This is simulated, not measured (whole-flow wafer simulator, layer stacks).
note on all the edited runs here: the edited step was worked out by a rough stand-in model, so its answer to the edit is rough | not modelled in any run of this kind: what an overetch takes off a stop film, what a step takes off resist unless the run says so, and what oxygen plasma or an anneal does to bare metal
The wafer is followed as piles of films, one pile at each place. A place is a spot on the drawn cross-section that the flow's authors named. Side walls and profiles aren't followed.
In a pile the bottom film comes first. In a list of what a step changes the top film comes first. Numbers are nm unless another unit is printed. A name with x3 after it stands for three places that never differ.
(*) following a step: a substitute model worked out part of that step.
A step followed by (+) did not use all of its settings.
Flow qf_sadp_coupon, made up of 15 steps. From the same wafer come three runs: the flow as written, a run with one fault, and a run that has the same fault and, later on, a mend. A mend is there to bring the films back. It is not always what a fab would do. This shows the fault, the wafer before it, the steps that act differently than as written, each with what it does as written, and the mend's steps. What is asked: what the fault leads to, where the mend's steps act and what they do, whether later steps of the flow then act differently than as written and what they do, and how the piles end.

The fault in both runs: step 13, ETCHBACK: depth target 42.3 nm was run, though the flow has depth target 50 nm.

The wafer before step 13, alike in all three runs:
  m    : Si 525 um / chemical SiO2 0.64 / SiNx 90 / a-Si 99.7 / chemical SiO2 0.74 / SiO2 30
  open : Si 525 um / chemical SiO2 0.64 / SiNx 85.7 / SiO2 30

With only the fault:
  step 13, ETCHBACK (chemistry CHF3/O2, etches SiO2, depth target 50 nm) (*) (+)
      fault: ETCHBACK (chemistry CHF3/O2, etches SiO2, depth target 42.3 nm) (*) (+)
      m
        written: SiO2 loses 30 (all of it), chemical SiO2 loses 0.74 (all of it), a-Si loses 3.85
        fault: SiO2 loses 30 (all of it), chemical SiO2 loses 0.74 (all of it), a-Si loses 2.31
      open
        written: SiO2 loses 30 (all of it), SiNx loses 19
        fault: SiO2 loses 30 (all of it), SiNx loses 11.7
  None of the later steps of the flow differs from how it acts as written, at any place that is followed, by more than 2% or 0.5 nm, whichever is larger.
  By the end, the piles at open depart from the flow's by more than 2% or 0.5 nm, whichever is larger.
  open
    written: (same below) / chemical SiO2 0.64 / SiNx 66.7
    fault: (same below) / chemical SiO2 0.64 / SiNx 74

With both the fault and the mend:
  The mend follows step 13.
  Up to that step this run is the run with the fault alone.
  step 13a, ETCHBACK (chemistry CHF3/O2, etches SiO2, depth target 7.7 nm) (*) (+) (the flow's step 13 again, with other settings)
      m
        a-Si loses 1.54
      open
        SiNx loses 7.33
  None of the later steps of the flow acts differently than as written at any place that is followed.
  The piles end the same as the flow's at every place that both follow.
